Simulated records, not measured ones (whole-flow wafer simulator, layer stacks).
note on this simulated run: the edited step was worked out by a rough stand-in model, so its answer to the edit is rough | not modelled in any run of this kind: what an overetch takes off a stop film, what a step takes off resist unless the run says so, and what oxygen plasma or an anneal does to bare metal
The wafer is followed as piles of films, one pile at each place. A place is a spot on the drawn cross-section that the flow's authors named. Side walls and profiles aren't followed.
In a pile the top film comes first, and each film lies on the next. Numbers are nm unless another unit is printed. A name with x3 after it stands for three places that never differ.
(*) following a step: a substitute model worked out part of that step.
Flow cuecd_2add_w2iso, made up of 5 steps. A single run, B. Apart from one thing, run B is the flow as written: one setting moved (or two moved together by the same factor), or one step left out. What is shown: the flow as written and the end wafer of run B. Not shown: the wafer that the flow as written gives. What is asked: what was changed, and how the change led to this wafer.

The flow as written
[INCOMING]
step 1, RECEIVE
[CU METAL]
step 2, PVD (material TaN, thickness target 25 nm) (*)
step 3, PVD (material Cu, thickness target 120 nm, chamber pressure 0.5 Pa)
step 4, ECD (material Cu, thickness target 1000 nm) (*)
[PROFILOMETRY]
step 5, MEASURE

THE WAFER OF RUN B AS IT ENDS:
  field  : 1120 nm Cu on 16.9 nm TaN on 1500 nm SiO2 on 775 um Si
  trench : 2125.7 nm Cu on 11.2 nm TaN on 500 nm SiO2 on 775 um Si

The reason: step 2, PVD: thickness target 16.9 nm was run, while the flow as written has thickness target 25 nm.
One can read it off the wafer: field has TaN 16.9, and step 2 as written asks for 25 nm.

The path from the change to this, step by step:
  step 2, PVD (material TaN, thickness target 25 nm) (*)
      field: +16.9 TaN (new film) (it would be, as written: +25 TaN (new film))
      trench: +11.2 TaN (new film) (it would be, as written: +16.6 TaN (new film))
